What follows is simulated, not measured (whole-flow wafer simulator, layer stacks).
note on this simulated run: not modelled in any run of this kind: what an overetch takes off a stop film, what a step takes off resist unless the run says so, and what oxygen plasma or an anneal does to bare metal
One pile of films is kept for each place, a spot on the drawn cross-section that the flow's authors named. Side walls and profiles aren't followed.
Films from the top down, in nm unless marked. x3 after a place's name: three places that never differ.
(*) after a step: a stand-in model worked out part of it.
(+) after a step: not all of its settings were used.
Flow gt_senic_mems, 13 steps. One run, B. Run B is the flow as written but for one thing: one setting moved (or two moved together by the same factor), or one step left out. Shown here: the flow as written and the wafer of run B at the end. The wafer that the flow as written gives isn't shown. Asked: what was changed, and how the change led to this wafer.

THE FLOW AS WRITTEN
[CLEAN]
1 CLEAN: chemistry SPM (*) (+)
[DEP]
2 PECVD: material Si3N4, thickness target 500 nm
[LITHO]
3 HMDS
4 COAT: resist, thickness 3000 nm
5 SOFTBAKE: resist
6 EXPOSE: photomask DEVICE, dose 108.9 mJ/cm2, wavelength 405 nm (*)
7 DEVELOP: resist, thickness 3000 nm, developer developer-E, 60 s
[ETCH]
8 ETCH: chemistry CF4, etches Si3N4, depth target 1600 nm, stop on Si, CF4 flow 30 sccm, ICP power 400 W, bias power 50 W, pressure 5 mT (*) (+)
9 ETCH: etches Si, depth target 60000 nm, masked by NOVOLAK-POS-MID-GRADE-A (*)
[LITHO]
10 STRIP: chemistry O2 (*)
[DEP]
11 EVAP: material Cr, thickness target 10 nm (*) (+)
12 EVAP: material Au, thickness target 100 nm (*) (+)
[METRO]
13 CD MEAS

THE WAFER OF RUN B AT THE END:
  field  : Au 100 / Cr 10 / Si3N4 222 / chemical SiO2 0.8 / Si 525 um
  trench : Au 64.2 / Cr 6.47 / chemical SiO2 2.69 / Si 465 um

The cause: step 2, PECVD: thickness target 222 nm was run, where the flow has thickness target 500 nm.
It can be read off the wafer: field has Si3N4 222, and step 2 as written asks for 500 nm.

How the change led to this, step by step:
  2 PECVD: material Si3N4, thickness target 500 nm
      field, trench: Si3N4 +222 (new film) (as written it would be: Si3N4 +500 (new film))
  8 ETCH: chemistry CF4, etches Si3N4, depth target 1600 nm, stop on Si, CF4 flow 30 sccm, ICP power 400 W, bias power 50 W, pressure 5 mT (*) (+)
      field: resist -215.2 (as written it would be: resist -400.5)
      trench: Si3N4 -222 (all of it), chemical SiO2 -0.8 (all of it) (as written it would be: Si3N4 -500 (all of it), chemical SiO2 -0.8 (all of it))
  10 STRIP: chemistry O2 (*)
      field: resist -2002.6 (all of it) (as written it would be: resist -1817.3 (all of it))
